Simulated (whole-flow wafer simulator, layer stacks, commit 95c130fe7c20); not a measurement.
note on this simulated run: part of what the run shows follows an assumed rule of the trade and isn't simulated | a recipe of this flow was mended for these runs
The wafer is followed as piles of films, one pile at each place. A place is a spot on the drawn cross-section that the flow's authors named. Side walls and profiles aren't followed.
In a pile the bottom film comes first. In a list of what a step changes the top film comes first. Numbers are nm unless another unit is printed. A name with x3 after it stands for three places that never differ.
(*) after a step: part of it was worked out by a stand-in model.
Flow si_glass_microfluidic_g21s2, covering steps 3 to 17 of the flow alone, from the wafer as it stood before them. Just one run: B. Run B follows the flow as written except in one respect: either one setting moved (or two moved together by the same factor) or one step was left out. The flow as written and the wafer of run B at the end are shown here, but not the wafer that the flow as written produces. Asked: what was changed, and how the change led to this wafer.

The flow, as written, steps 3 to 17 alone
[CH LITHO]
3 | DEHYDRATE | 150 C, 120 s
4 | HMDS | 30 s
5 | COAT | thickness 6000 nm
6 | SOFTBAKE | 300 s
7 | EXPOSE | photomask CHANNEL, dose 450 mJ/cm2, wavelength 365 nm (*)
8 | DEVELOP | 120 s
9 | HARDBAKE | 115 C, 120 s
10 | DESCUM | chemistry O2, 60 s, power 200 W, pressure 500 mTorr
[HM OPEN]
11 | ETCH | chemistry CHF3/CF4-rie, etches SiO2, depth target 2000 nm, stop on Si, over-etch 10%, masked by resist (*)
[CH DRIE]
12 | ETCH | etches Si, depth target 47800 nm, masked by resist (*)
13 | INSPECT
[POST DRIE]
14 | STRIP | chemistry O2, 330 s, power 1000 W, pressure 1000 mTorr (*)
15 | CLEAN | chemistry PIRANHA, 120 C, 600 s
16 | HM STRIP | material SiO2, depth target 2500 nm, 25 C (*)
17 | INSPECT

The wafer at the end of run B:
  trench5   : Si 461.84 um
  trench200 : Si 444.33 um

What caused this: step 5, COAT: thickness 9600 nm was run, though the flow has thickness 6000 nm.

The path from the change to this, step by step:
  5 | COAT | thickness 6000 nm
      land, trench20, trench5, trench200: thick-i-line-resist gains 9600 (new film) (as written it would have been: thick-i-line-resist gains 6000 (new film))
  8 | DEVELOP | 120 s
      trench20, trench5, trench200: thick-i-line-resist loses 9600 (all of it) (as written it would have been: thick-i-line-resist loses 6000 (all of it))
  9 | HARDBAKE | 115 C, 120 s
      land: thick-i-line-resist loses 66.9 (as written it would have been: thick-i-line-resist loses 33.5)
  12 | ETCH | etches Si, depth target 47800 nm, masked by resist (*)
      trench5: Si loses 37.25 um (as written it would have been: Si loses 38.09 um)
      trench200: Si loses 54.76 um (as written it would have been: Si loses 54.08 um)
  14 | STRIP | chemistry O2, 330 s, power 1000 W, pressure 1000 mTorr (*)
      land: thick-i-line-resist loses 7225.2 (as written it would have been: thick-i-line-resist loses 4476.3 (all of it))
  15 | CLEAN | chemistry PIRANHA, 120 C, 600 s
      land: thick-i-line-resist loses 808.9 (all of it) (as written it would have been: nothing)
